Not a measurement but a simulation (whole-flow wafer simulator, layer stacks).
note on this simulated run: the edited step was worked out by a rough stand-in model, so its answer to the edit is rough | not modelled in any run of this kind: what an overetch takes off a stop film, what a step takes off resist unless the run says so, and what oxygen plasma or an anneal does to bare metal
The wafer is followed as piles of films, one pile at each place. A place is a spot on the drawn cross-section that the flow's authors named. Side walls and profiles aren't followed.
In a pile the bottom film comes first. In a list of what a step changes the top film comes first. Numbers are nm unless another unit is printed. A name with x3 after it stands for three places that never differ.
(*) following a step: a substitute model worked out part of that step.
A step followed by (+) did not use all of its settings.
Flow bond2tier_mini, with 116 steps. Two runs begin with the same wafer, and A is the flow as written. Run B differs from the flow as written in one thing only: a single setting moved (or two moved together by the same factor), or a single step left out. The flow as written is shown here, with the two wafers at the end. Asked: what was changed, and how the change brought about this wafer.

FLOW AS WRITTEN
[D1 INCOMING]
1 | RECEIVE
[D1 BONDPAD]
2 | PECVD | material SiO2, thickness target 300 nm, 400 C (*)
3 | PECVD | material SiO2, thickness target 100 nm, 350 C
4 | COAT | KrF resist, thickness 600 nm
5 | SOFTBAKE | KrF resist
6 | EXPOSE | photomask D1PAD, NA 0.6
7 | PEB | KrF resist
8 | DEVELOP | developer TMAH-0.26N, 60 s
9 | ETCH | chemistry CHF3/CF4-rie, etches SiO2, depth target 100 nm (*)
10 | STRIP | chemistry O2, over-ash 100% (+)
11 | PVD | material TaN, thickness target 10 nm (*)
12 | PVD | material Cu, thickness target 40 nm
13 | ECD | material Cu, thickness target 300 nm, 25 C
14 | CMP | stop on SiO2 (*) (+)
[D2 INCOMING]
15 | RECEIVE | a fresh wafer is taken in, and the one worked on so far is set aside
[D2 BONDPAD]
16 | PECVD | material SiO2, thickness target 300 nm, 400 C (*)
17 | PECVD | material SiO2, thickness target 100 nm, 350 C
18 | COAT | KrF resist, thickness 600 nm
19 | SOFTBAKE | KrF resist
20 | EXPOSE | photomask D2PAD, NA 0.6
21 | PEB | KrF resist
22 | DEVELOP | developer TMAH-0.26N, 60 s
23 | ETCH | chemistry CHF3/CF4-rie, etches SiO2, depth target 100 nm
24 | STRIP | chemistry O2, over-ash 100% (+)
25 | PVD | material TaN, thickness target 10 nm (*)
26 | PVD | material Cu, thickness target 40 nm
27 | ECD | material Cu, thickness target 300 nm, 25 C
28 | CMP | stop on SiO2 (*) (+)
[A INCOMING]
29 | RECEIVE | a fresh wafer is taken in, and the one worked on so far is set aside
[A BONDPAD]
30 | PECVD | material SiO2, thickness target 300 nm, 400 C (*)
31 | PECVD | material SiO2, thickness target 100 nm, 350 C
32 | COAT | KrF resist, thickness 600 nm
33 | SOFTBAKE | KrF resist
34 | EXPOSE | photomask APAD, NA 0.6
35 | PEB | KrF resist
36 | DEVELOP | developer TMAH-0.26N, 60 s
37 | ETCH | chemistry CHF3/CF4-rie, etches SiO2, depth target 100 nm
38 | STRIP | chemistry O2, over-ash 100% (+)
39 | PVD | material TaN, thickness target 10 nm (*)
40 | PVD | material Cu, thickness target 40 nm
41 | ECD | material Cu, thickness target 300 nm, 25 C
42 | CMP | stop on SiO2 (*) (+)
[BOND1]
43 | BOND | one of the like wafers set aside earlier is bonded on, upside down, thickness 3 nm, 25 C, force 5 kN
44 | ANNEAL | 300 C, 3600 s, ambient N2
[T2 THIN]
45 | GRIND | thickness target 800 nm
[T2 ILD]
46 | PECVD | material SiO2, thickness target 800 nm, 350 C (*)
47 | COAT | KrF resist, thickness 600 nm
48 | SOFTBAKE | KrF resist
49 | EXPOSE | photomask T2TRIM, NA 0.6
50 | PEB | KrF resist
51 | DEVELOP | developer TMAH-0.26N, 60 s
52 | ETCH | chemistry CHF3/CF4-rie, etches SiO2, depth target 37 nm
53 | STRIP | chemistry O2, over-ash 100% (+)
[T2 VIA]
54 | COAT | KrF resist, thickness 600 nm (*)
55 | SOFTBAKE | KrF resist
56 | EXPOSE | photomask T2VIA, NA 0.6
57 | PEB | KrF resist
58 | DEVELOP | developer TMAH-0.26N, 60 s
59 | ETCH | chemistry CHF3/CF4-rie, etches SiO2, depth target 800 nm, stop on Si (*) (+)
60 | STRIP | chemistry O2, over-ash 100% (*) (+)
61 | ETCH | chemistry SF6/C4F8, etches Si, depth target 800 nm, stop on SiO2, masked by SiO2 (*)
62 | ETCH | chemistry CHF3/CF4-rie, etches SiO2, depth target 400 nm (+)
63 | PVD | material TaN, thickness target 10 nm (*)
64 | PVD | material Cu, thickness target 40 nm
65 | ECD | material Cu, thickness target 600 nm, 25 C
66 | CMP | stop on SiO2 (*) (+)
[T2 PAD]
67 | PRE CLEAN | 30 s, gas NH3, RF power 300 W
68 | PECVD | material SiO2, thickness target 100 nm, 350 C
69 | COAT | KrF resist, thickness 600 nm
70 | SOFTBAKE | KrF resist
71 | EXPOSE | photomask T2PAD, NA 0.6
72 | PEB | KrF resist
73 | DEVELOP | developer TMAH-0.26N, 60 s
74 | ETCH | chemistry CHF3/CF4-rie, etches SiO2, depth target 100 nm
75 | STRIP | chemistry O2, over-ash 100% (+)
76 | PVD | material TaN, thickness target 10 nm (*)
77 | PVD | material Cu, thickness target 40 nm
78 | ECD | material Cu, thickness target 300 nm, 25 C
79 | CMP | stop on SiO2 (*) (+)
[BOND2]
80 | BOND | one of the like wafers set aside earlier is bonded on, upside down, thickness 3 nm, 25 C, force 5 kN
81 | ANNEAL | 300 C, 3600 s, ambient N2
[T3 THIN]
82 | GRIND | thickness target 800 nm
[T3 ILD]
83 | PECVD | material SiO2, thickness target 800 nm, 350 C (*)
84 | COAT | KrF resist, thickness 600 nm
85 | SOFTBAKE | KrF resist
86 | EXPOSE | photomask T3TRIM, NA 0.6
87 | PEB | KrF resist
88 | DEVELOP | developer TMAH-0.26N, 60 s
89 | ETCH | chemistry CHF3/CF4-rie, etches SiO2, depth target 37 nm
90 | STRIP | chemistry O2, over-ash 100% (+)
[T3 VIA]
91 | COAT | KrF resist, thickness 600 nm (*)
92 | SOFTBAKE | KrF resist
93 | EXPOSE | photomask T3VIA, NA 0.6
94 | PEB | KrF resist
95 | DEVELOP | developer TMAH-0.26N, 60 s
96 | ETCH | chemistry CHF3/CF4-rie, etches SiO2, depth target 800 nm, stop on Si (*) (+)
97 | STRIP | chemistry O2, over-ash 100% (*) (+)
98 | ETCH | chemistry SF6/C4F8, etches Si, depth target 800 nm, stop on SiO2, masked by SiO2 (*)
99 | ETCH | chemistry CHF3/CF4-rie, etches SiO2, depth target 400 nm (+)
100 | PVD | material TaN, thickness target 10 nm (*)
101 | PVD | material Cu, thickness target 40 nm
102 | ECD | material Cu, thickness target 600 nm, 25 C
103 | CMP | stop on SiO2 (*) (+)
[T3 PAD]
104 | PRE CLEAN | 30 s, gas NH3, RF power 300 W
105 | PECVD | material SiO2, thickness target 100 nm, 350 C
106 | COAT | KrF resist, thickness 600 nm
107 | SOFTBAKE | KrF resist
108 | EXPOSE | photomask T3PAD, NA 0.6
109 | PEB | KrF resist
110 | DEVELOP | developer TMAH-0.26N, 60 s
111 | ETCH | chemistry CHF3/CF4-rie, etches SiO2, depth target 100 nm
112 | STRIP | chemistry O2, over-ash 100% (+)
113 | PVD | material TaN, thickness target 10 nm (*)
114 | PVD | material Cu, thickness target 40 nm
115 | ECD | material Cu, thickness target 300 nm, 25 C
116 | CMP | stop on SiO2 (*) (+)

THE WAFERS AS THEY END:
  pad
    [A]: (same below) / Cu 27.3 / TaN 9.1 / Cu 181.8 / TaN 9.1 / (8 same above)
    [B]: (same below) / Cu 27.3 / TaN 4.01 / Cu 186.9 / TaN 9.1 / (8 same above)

What caused this: step 76, PVD: thickness target 4.4 nm was run, whereas the flow has thickness target 10 nm.

Step by step, how the change led to this:
  76 | PVD | material TaN, thickness target 10 nm (*)
      field: A +10 TaN (new film) | B +4.4 TaN (new film)
      pad: A +9.1 TaN (new film) | B +4.01 TaN (new film)
  79 | CMP | stop on SiO2 (*) (+)
      field: A -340 Cu (all of it), -10 TaN (all of it) | B -340 Cu (all of it), -4.4 TaN (all of it)
